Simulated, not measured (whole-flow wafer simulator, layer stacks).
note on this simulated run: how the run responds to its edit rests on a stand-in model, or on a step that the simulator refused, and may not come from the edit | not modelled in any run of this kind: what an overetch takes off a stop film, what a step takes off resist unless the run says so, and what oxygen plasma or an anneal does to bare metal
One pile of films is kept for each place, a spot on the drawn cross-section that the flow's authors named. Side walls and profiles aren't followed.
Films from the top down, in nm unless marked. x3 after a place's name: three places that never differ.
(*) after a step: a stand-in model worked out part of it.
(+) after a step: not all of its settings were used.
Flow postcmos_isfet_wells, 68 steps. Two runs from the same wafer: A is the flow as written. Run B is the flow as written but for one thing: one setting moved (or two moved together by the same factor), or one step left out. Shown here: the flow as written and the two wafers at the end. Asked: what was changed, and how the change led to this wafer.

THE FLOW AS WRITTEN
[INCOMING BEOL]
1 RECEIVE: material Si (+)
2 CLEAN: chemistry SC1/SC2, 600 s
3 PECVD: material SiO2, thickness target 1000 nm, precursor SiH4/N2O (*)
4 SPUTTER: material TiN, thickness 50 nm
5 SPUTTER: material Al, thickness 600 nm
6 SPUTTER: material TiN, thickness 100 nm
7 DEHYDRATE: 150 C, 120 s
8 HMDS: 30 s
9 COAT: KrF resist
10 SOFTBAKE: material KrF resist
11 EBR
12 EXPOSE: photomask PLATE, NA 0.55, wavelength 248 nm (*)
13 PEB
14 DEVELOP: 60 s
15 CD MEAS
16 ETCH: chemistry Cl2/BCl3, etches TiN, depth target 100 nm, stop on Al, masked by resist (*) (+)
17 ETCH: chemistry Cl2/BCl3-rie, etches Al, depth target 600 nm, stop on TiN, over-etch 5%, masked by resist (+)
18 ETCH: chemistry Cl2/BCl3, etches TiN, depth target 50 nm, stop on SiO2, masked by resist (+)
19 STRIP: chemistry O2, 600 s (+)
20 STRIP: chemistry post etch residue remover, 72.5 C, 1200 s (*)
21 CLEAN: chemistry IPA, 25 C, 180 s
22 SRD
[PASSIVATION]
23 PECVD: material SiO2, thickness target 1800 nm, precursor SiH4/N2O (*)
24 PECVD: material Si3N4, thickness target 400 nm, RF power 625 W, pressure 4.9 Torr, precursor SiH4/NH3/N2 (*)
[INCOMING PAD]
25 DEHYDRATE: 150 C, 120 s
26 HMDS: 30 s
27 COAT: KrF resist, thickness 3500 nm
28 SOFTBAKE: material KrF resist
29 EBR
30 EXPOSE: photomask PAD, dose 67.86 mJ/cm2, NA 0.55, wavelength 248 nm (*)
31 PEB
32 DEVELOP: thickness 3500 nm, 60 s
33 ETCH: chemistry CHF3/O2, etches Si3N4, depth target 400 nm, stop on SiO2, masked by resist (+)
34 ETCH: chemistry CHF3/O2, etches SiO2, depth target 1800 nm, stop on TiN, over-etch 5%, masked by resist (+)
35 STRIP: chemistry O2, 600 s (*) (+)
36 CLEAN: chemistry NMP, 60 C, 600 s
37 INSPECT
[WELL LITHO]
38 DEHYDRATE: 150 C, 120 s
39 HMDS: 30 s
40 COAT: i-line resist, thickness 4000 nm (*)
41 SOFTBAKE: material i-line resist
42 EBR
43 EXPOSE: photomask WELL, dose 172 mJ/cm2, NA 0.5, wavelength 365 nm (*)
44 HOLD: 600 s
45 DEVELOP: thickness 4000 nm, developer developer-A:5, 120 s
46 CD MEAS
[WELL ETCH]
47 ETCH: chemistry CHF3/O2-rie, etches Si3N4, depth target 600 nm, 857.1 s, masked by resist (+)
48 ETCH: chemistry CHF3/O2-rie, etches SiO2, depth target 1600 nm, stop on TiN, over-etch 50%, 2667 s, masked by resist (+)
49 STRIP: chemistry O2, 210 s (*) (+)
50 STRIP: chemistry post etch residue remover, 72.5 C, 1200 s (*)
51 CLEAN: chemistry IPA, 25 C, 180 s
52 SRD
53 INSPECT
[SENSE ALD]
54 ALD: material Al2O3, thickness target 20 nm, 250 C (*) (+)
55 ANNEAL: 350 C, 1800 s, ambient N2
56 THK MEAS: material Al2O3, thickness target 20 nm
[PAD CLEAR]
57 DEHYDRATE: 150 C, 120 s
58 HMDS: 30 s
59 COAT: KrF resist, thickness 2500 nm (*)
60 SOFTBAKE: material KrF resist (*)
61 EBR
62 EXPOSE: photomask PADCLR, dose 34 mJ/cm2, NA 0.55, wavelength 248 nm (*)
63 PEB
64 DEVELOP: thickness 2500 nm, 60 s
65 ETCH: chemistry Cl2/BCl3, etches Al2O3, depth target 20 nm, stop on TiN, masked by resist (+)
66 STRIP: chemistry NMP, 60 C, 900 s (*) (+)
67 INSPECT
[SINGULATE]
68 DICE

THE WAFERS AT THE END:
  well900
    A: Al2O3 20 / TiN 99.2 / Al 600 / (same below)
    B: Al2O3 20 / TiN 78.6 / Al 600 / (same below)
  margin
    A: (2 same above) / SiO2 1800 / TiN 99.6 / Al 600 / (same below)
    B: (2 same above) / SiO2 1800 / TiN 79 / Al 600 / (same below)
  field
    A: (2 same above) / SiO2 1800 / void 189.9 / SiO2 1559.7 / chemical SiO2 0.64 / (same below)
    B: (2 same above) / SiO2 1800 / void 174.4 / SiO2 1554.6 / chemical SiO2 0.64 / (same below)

The cause: step 6, SPUTTER: thickness 79.41 nm was run, where the flow has thickness 100 nm.

How the change led to this, step by step:
  6 SPUTTER: material TiN, thickness 100 nm
      field, margin, well900 and 6 more: A TiN +100 (new film) | B TiN +79.4 (new film)
  16 ETCH: chemistry Cl2/BCl3, etches TiN, depth target 100 nm, stop on Al, masked by resist (*) (+)
      field: A TiN -100 (all of it) | B TiN -79.4 (all of it)
  23 PECVD: material SiO2, thickness target 1800 nm, precursor SiH4/N2O (*)
      field: A SiO2 +1800 (new film), void +189.9 (new film), SiO2 +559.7 | B SiO2 +1800 (new film), void +174.4 (new film), SiO2 +554.6
